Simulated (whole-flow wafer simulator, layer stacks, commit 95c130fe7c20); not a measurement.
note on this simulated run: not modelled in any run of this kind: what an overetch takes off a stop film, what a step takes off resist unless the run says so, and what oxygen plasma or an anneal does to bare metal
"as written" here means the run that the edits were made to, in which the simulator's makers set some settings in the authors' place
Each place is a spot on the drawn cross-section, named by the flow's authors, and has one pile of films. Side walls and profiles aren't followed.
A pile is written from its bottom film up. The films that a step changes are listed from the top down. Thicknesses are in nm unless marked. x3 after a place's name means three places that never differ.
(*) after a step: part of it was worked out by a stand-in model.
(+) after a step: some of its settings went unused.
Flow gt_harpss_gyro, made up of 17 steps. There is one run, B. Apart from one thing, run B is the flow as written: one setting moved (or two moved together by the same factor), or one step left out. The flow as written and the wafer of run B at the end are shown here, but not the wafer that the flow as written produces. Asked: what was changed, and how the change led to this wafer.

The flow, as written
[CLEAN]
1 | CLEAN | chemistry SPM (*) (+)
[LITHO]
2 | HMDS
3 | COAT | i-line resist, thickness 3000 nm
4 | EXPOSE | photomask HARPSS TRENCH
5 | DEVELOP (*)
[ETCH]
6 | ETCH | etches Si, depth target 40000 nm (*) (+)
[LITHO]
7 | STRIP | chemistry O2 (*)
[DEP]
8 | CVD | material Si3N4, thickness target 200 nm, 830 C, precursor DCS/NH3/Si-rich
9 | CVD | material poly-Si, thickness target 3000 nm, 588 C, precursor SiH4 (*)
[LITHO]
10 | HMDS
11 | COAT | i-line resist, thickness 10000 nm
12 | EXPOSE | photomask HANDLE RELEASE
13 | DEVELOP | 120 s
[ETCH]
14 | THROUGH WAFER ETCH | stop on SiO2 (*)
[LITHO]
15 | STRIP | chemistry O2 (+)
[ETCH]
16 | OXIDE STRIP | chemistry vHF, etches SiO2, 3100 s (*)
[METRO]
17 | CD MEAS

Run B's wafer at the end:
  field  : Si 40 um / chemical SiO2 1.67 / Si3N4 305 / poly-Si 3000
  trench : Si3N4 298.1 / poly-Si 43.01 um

Cause: step 8, CVD: thickness target 305 nm was run, while the flow as written has thickness target 200 nm.
The wafer lets one read it off: field has Si3N4 305, and step 8 as written asks for 200 nm.

How this came from the change, step by step:
  8 | CVD | material Si3N4, thickness target 200 nm, 830 C, precursor DCS/NH3/Si-rich
      field: Si3N4 gains 305 (new film) (in the flow as written it would be: Si3N4 gains 200 (new film))
      trench: Si3N4 gains 298.1 (new film) (in the flow as written it would be: Si3N4 gains 195.9 (new film))
